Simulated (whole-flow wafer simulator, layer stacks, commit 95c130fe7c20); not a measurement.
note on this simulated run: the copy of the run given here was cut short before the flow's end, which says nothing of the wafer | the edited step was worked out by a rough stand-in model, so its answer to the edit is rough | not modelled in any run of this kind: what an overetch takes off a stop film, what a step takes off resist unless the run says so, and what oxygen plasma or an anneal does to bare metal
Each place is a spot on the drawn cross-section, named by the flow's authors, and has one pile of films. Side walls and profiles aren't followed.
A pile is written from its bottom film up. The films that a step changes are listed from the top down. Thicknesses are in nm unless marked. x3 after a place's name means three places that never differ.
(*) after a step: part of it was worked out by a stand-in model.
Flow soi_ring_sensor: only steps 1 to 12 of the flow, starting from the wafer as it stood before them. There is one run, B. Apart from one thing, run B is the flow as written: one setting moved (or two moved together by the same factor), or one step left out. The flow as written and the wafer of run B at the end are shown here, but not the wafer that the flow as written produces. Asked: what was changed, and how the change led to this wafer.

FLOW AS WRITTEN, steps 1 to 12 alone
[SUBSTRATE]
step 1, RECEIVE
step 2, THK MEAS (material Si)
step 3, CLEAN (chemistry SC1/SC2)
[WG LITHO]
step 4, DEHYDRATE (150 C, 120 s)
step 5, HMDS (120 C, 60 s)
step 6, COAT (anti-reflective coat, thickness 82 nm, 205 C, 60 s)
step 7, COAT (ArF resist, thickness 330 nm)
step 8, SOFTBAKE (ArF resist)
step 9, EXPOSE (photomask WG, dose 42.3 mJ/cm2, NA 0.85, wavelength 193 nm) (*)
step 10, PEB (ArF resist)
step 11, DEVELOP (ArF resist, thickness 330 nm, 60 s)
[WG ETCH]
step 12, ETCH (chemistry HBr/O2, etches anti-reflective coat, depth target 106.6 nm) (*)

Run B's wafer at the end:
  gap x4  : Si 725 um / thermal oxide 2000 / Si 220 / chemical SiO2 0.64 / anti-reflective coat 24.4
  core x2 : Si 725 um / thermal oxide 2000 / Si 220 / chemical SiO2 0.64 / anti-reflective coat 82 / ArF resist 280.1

Cause: step 12, ETCH: depth target 57.6 nm was run, whereas the flow has depth target 106.6 nm.

How this came from the change, step by step:
  step 12, ETCH (chemistry HBr/O2, etches anti-reflective coat, depth target 106.6 nm) (*)
      gap x4: -57.6 anti-reflective coat (in the flow as written it would be: -82 anti-reflective coat (all of it), -0.64 chemical SiO2 (all of it))
      core x2: -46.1 ArF resist (in the flow as written it would be: -85.3 ArF resist)
